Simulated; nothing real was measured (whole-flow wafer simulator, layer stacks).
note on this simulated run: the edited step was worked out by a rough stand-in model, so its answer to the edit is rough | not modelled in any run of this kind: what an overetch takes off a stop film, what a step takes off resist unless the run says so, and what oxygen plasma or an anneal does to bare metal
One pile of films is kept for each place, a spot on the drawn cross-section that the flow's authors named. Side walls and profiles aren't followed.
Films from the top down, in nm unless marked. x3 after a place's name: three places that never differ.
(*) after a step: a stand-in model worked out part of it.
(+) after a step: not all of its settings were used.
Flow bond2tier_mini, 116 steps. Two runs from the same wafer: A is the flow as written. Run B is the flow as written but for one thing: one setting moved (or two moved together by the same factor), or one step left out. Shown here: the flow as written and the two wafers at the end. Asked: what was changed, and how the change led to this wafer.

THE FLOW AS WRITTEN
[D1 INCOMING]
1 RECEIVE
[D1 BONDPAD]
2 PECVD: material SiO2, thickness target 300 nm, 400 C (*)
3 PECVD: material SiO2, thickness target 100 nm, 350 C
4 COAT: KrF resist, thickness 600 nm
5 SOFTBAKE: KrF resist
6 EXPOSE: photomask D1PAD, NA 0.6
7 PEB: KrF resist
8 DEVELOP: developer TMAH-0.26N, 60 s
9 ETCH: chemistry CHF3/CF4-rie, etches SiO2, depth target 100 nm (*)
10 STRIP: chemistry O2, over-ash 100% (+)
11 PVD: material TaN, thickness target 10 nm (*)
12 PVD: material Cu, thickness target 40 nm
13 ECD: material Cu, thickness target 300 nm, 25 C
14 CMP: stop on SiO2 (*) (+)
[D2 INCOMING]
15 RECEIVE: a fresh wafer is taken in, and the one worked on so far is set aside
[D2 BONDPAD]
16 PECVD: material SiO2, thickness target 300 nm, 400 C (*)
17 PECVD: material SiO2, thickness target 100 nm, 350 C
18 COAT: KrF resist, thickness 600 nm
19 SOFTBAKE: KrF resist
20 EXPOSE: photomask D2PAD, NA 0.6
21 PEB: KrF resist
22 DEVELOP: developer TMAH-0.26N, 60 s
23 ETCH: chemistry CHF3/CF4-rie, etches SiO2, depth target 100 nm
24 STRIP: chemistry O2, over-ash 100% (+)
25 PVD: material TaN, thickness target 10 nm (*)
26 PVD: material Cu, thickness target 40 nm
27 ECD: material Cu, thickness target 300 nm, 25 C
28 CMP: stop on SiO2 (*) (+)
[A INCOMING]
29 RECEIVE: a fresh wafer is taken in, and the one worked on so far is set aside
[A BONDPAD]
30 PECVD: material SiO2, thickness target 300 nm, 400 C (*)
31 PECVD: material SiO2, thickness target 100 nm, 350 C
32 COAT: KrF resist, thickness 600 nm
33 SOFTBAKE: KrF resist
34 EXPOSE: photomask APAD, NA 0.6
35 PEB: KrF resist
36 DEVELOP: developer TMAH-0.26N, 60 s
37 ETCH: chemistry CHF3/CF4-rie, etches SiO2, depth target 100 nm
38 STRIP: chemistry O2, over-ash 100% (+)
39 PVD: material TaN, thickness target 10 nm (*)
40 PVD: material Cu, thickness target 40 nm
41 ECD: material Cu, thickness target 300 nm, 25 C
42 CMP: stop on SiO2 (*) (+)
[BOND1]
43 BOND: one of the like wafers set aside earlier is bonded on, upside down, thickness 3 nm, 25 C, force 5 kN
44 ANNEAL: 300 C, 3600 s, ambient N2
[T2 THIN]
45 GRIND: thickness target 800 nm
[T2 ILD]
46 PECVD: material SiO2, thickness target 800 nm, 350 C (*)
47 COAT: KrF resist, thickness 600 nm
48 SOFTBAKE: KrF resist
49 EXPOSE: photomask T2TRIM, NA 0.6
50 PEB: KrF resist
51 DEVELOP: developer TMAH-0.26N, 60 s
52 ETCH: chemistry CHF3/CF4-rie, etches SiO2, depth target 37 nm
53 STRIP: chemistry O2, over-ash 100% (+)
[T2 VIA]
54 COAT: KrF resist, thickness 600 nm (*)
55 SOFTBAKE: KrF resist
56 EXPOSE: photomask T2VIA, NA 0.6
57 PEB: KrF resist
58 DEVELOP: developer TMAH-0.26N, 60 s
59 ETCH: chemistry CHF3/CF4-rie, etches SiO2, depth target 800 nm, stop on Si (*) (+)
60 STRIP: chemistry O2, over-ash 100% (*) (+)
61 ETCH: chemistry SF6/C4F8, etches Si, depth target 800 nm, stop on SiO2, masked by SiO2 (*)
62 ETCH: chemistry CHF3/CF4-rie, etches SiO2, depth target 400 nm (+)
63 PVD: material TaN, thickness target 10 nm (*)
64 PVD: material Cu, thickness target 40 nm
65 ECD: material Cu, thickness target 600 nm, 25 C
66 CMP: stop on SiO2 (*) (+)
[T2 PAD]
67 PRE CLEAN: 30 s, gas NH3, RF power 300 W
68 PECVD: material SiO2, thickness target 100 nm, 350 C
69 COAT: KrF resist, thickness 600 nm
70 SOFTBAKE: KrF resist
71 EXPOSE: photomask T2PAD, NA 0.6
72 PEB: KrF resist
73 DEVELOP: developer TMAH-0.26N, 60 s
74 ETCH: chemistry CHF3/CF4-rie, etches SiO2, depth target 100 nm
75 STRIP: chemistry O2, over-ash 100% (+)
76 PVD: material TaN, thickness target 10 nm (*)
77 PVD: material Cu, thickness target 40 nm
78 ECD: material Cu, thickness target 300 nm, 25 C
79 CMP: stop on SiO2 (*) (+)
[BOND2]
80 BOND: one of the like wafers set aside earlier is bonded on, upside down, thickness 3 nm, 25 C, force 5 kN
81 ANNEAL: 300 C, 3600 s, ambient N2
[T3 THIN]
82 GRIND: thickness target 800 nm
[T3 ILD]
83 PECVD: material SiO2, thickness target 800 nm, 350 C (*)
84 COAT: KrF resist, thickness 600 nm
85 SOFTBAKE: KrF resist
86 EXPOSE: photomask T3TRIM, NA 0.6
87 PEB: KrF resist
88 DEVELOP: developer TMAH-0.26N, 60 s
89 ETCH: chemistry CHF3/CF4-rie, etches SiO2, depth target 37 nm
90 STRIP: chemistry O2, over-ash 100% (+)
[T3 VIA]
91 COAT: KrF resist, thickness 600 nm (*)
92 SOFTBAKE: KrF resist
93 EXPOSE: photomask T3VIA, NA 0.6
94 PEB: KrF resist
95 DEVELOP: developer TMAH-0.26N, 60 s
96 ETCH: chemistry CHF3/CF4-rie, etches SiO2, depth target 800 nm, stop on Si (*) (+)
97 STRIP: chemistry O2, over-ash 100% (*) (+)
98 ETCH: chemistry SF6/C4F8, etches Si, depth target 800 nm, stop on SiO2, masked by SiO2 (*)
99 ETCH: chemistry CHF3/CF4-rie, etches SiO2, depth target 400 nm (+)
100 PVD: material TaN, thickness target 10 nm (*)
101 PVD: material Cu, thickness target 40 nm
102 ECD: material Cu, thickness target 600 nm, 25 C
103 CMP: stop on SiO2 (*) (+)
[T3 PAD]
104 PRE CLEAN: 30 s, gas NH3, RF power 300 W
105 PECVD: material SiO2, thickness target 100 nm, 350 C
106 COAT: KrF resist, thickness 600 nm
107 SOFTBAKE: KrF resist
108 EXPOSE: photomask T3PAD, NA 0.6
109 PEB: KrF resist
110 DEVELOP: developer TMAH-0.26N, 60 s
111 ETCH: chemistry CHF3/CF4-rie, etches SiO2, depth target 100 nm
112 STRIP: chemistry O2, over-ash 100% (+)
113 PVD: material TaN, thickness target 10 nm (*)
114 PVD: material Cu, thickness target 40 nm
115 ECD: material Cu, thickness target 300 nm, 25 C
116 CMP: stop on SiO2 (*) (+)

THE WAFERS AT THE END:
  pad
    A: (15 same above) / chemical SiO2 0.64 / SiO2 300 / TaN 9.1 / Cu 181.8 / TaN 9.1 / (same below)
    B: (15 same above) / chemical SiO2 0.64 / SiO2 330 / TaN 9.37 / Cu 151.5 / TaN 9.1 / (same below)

The cause: step 9, ETCH: depth target 70 nm was run, where the flow has depth target 100 nm.

How the change led to this, step by step:
  9 ETCH: chemistry CHF3/CF4-rie, etches SiO2, depth target 100 nm (*)
      pad, via: A SiO2 -100 | B SiO2 -70
      field: A KrF resist -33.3 | B KrF resist -23.3
  12 PVD: material Cu, thickness target 40 nm
      pad: A Cu +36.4 (new film) | B Cu +37.5 (new film)
  13 ECD: material Cu, thickness target 300 nm, 25 C
      pad: A Cu +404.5 | B Cu +373.2
      via: A Cu +400.2 | B Cu +370.1
  43 BOND: one of the like wafers set aside earlier is bonded on, upside down, thickness 3 nm, 25 C, force 5 kN
      pad: A Si +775 um (new film), chemical SiO2 +0.64 (new film), SiO2 +300 (new film), TaN +9.1 (new film), Cu +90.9 | B Si +775 um (new film), chemical SiO2 +0.64 (new film), SiO2 +330 (new film), TaN +9.37 (new film), Cu +60.6
      via: A Si +775 um (new film), chemical SiO2 +0.64 (new film), SiO2 +300 (new film), TaN +9.97 (new film), Cu +90 | B Si +775 um (new film), chemical SiO2 +0.64 (new film), SiO2 +330 (new film), TaN +9.99 (new film), Cu +60
